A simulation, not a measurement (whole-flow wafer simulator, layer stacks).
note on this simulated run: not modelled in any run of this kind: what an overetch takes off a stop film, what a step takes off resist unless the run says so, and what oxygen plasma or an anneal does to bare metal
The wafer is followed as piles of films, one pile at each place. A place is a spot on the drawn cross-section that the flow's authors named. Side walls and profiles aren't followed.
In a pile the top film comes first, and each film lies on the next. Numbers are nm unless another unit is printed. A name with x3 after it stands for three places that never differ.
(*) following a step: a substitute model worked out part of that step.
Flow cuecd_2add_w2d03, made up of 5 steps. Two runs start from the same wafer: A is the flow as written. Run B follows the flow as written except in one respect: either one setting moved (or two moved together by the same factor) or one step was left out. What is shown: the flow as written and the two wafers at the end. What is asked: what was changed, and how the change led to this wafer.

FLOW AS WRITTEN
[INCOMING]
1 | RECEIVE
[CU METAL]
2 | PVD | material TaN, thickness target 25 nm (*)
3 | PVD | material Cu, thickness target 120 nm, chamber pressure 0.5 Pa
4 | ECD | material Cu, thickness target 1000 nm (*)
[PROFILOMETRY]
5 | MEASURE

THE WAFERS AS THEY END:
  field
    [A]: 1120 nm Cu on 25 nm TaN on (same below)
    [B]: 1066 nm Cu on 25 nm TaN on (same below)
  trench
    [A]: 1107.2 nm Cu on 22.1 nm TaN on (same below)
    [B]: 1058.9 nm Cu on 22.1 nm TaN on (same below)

The reason: step 3, PVD: thickness target 66 nm was run, whereas the flow has thickness target 120 nm.

How this came from the change, step by step:
  3 | PVD | material Cu, thickness target 120 nm, chamber pressure 0.5 Pa
      field: A +120 Cu (new film) | B +66 Cu (new film)
      trench: A +107.2 Cu (new film) | B +58.9 Cu (new film)
